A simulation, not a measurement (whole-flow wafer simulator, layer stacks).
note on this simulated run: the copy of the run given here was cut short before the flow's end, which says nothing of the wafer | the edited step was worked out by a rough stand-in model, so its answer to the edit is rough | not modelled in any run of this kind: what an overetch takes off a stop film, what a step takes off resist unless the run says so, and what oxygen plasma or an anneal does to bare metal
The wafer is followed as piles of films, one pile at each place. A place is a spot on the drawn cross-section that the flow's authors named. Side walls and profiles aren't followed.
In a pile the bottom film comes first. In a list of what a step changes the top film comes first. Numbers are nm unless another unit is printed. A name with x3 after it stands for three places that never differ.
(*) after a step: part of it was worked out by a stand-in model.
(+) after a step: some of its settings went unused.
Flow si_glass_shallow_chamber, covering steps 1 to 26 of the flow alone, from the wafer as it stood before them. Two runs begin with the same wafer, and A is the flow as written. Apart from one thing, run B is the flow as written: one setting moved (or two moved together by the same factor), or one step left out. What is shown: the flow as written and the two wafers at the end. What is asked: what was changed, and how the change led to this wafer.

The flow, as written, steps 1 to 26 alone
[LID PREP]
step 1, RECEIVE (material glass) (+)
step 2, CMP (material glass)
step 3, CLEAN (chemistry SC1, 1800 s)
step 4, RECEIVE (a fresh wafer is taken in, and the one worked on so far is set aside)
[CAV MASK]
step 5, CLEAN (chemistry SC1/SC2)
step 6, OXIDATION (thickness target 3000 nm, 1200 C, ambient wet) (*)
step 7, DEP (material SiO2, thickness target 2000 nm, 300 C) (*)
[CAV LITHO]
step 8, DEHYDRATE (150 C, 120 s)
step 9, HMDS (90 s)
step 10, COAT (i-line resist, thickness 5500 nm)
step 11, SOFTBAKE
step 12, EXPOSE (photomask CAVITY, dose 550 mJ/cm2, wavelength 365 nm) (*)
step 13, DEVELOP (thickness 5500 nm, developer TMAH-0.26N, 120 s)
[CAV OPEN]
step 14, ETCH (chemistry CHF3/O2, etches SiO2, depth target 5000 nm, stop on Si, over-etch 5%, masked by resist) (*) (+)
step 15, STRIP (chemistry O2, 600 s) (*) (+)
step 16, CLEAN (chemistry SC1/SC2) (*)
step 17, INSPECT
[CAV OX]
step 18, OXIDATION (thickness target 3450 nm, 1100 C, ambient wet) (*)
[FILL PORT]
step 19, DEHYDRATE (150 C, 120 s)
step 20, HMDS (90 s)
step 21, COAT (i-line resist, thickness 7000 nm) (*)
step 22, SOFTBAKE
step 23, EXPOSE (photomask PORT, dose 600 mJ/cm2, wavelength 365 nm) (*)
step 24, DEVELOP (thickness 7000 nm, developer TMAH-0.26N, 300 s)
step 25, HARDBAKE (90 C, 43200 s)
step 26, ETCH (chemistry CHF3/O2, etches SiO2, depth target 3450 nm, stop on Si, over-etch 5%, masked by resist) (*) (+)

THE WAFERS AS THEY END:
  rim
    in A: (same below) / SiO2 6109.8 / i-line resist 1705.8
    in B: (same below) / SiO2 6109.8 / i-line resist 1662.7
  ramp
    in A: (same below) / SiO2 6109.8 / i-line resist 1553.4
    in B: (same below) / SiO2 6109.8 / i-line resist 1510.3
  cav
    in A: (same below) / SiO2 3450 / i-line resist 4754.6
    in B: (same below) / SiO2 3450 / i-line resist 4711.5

The reason: step 26, ETCH: over-etch 6.5% was run, while the flow as written has over-etch 5%.

Step by step, how the change led to this:
  step 26, ETCH (chemistry CHF3/O2, etches SiO2, depth target 3450 nm, stop on Si, over-etch 5%, masked by resist) (*) (+)
      port: A -3450 SiO2 (all of it), -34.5 Si | B -3450 SiO2 (all of it), -44.8 Si
